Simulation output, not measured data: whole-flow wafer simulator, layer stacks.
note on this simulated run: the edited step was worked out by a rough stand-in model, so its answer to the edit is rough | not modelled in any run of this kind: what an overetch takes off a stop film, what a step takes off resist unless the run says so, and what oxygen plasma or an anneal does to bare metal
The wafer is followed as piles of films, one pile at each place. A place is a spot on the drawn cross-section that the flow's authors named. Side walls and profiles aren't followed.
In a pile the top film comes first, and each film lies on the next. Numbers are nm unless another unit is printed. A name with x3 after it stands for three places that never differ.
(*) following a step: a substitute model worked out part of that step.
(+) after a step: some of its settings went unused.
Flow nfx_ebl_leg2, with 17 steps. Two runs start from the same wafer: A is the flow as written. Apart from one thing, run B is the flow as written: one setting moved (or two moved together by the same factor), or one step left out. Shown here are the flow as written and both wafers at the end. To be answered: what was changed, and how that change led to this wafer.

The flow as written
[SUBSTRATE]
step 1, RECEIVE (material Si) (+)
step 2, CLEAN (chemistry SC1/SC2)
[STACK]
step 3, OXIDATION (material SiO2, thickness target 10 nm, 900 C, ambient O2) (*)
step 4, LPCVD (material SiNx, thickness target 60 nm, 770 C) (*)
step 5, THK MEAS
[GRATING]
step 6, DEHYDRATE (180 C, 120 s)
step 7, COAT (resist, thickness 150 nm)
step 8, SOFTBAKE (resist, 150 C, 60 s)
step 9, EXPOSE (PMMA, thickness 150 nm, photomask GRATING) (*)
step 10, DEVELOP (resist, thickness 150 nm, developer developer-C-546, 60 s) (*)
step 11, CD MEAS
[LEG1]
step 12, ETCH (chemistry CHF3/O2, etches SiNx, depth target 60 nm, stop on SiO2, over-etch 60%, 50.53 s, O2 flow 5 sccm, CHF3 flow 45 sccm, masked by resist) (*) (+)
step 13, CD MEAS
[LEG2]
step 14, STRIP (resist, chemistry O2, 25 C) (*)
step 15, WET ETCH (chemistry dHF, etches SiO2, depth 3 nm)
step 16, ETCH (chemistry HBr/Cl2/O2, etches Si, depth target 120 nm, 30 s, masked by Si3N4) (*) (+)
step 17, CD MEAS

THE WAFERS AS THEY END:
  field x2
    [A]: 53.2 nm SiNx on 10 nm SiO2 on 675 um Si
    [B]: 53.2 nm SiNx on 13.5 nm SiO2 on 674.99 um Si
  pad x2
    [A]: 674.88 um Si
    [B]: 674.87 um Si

The reason: step 3, OXIDATION: thickness target 13.5 nm was run, though the flow has thickness target 10 nm.
One can read it off the wafer: field x2 has SiO2 13.5, and step 3 as written asks for 10 nm.

Step by step, how the change led to this:
  step 3, OXIDATION (material SiO2, thickness target 10 nm, 900 C, ambient O2) (*)
      field x2, pad x2: A SiO2 gains 10 (new film), chemical SiO2 loses 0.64 (all of it), Si loses 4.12 | B SiO2 gains 13.5 (new film), chemical SiO2 loses 0.64 (all of it), Si loses 5.66
  step 12, ETCH (chemistry CHF3/O2, etches SiNx, depth target 60 nm, stop on SiO2, over-etch 60%, 50.53 s, O2 flow 5 sccm, CHF3 flow 45 sccm, masked by resist) (*) (+)
      pad x2: A SiNx loses 60 (all of it), SiO2 loses 10 (all of it) | B SiNx loses 60 (all of it), SiO2 loses 13.5 (all of it)
